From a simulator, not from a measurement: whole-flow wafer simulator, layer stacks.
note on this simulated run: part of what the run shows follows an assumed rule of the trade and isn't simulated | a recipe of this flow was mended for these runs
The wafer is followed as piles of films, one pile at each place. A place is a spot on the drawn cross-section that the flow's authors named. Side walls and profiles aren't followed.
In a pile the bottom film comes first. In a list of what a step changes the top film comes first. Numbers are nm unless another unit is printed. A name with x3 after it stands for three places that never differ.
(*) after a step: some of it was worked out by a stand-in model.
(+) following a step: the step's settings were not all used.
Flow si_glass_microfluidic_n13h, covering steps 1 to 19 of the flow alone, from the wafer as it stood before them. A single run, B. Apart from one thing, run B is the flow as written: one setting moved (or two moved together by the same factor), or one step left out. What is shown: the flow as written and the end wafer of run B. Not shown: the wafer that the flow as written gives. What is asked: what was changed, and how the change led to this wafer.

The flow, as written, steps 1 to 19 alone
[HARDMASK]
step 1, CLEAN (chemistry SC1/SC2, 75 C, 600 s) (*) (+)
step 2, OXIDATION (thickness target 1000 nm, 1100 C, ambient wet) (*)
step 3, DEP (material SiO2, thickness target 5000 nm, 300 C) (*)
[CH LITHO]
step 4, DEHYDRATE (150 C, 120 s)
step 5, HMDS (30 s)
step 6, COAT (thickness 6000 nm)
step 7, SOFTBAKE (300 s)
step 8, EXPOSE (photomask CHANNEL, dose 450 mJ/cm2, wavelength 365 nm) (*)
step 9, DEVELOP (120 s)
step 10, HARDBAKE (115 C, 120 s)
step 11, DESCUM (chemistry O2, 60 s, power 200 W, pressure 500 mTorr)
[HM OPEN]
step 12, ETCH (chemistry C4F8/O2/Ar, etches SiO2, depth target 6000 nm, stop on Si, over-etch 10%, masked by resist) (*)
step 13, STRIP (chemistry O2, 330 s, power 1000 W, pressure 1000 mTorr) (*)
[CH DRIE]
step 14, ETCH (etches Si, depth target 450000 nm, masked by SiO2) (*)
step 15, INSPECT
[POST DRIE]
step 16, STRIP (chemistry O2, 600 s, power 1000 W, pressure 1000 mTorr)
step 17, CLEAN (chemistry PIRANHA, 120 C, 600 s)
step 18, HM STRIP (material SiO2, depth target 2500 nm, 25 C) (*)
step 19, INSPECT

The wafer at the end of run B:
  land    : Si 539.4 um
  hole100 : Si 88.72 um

The reason: step 2, OXIDATION: thickness target 1360 nm was run, while the flow as written has thickness target 1000 nm.

Step by step, how the change led to this:
  step 2, OXIDATION (thickness target 1000 nm, 1100 C, ambient wet) (*)
      land, hole100: SiO2 gains 1360 (new film), chemical SiO2 loses 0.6 (all of it), Si loses 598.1 (it would be, as written: SiO2 gains 1000 (new film), chemical SiO2 loses 0.6 (all of it), Si loses 439.7)
  step 12, ETCH (chemistry C4F8/O2/Ar, etches SiO2, depth target 6000 nm, stop on Si, over-etch 10%, masked by resist) (*)
      hole100: SiO2 loses 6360 (all of it), Si loses 30 (it would be, as written: SiO2 loses 6000 (all of it), Si loses 75)
  step 18, HM STRIP (material SiO2, depth target 2500 nm, 25 C) (*)
      land: SiO2 loses 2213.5 (all of it) (it would be, as written: SiO2 loses 1854.4 (all of it))
